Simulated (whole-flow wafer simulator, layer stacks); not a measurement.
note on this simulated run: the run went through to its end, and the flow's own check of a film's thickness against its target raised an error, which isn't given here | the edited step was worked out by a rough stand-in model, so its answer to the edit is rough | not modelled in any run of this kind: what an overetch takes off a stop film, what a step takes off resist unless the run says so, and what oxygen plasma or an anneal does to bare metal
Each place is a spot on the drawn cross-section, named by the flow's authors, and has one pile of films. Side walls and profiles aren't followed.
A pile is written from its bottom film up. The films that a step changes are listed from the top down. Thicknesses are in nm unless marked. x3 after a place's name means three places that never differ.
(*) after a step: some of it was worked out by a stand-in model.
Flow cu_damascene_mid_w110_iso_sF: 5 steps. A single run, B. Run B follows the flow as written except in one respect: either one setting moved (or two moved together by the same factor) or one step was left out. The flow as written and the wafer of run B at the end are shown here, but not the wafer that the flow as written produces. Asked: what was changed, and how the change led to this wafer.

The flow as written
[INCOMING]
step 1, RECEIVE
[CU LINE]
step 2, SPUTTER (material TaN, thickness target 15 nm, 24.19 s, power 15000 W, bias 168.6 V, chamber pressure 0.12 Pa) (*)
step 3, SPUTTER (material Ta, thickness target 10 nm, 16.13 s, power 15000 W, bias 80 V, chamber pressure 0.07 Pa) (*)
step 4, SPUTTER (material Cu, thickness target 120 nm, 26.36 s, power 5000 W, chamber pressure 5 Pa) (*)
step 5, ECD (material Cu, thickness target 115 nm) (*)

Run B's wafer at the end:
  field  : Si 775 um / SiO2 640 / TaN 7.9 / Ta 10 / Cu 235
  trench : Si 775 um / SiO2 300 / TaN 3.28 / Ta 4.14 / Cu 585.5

What caused this: step 2, SPUTTER: thickness target 7.9 nm was run, though the flow has thickness target 15 nm; step 2, SPUTTER: 12.7 s was run, where the flow has 24.19 s.
The wafer lets one read it off: field has TaN 7.9, and step 2 as written asks for 15 nm.

Step by step, how the change led to this:
  step 2, SPUTTER (material TaN, thickness target 15 nm, 24.19 s, power 15000 W, bias 168.6 V, chamber pressure 0.12 Pa) (*)
      field: TaN gains 7.9 (new film) (as written it would have been: TaN gains 15 (new film))
      trench: TaN gains 3.28 (new film) (as written it would have been: TaN gains 6.23 (new film))
  step 4, SPUTTER (material Cu, thickness target 120 nm, 26.36 s, power 5000 W, chamber pressure 5 Pa) (*)
      trench: Cu gains 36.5 (new film) (as written it would have been: Cu gains 35.7 (new film))
